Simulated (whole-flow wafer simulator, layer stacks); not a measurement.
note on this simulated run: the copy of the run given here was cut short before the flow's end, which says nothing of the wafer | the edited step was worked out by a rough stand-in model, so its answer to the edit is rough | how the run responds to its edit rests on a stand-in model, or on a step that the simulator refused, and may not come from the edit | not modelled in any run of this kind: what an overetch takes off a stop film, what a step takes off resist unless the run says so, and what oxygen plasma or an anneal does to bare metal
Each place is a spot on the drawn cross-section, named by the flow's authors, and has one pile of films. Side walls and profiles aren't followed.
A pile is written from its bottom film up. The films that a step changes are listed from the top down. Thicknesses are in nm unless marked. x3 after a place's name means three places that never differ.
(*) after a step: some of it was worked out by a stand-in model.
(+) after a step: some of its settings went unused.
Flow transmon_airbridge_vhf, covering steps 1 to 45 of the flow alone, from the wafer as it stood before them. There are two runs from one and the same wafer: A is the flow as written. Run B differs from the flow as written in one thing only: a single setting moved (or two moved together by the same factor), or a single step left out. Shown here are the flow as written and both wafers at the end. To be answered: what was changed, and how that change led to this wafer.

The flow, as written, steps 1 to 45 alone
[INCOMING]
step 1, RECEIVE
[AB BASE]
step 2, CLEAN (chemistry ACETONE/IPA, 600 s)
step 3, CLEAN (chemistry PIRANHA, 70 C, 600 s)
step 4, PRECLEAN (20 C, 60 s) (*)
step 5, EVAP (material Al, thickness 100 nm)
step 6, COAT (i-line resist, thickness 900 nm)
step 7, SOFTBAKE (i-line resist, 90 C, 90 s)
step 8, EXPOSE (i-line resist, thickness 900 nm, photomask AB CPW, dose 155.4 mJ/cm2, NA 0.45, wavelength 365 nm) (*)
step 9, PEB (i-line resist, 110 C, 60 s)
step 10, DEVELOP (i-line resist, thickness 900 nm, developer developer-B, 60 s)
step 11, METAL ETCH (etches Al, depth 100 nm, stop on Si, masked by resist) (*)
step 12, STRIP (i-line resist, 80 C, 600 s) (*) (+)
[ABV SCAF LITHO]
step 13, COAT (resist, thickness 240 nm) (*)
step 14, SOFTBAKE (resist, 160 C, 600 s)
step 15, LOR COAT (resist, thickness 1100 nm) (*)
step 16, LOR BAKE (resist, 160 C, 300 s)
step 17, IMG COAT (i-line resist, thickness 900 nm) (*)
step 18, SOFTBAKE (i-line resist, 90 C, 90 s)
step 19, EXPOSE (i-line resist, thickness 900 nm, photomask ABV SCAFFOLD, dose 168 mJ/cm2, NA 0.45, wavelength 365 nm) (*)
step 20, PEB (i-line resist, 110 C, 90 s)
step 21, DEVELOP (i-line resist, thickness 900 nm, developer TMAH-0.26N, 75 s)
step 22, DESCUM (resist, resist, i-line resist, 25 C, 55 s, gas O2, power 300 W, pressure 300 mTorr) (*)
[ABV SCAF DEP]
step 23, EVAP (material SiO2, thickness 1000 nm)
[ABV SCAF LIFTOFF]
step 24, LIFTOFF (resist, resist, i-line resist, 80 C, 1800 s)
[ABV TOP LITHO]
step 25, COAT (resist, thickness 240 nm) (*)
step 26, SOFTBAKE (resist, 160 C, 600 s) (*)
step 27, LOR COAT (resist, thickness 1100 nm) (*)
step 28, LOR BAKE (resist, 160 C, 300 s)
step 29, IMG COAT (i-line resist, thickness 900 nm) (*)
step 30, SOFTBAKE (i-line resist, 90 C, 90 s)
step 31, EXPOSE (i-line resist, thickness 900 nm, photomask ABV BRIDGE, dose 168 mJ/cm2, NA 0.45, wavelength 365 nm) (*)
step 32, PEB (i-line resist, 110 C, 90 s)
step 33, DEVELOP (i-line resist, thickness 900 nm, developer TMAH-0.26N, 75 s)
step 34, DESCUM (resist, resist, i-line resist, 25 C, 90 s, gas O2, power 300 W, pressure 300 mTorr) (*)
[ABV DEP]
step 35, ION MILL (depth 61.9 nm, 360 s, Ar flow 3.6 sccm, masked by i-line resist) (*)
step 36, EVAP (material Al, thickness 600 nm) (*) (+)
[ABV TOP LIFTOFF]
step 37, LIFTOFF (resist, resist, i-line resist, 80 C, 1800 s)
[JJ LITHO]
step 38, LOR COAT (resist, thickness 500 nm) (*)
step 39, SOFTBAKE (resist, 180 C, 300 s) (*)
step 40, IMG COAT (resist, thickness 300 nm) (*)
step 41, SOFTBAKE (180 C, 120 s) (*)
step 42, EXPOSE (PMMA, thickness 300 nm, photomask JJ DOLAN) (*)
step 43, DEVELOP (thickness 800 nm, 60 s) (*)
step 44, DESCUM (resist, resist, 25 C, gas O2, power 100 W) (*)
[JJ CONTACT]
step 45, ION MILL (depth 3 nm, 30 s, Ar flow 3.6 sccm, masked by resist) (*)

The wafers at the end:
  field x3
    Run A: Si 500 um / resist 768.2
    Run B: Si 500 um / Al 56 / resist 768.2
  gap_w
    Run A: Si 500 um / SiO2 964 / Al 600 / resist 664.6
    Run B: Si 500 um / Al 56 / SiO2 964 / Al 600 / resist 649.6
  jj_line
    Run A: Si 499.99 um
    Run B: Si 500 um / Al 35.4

The reason: step 11, METAL ETCH: depth 44 nm was run, though the flow has depth 100 nm.

The path from the change to this, step by step:
  step 11, METAL ETCH (etches Al, depth 100 nm, stop on Si, masked by resist) (*)
      field x3, jj_line, gap_w, gap_e: A Al loses 100 (all of it) | B Al loses 44
      ground_far, pad_w, flank_w and 8 more: A i-line resist loses 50 | B i-line resist loses 22
  step 12, STRIP (i-line resist, 80 C, 600 s) (*) (+)
      ground_far, pad_w, flank_w and 8 more: A i-line resist loses 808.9 (all of it) | B i-line resist loses 836.9 (all of it)
  step 13, COAT (resist, thickness 240 nm) (*)
      flank_w, flank_e: A resist gains 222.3 (new film) | B resist gains 231.4 (new film)
      gap_w, gap_e: A resist gains 251.7 (new film) | B resist gains 245.6 (new film)
  step 22, DESCUM (resist, resist, i-line resist, 25 C, 55 s, gas O2, power 300 W, pressure 300 mTorr) (*)
      flank_w, flank_e: A resist loses 222.3 (all of it) | B resist loses 231.4 (all of it)
      gap_w, gap_e: A resist loses 251.7 (all of it) | B resist loses 245.6 (all of it)
  step 25, COAT (resist, thickness 240 nm) (*)
      flank_w, flank_e: A resist gains 152.6 (new film) | B resist gains 159.6 (new film)
      gap_w, gap_e: A resist gains 210.7 (new film) | B resist gains 204.6 (new film)
  step 29, IMG COAT (i-line resist, thickness 900 nm) (*)
      gap_w, gap_e: A i-line resist gains 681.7 (new film) | B i-line resist gains 667 (new film)
  step 32, PEB (i-line resist, 110 C, 90 s)
      gap_w, gap_e: A i-line resist loses 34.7 | B i-line resist loses 34
  step 33, DEVELOP (i-line resist, thickness 900 nm, developer TMAH-0.26N, 75 s)
      gap_w, gap_e: A i-line resist loses 646.9 (all of it), resist loses 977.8 | B i-line resist loses 633 (all of it), resist loses 961.9
  step 34, DESCUM (resist, resist, i-line resist, 25 C, 90 s, gas O2, power 300 W, pressure 300 mTorr) (*)
      flank_w, flank_e: A resist loses 152.6 (all of it) | B resist loses 159.6 (all of it)
      gap_w, gap_e: A resist loses 210.7 (all of it) | B resist loses 204.6 (all of it)
  step 38, LOR COAT (resist, thickness 500 nm) (*)
      gap_w, gap_e: A resist gains 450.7 (new film) | B resist gains 440.9 (new film)
  step 40, IMG COAT (resist, thickness 300 nm) (*)
      flank_w, flank_e: A resist gains 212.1 | B resist gains 219.9
      gap_w, gap_e: A resist gains 245.7 | B resist gains 240.5
  step 45, ION MILL (depth 3 nm, 30 s, Ar flow 3.6 sccm, masked by resist) (*)
      jj_line: A Si loses 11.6 | B Al loses 20.6
Taking metal films that touch as one body, field x3 has 1 body; the flow as written gives 0 bodies.
Taking metal films that touch as one body, gap_w has 2 bodies (between them, from the top down: SiO2 964); the flow as written gives 1 body.
Taking metal films that touch as one body, jj_line has 1 body; the flow as written gives 0 bodies.
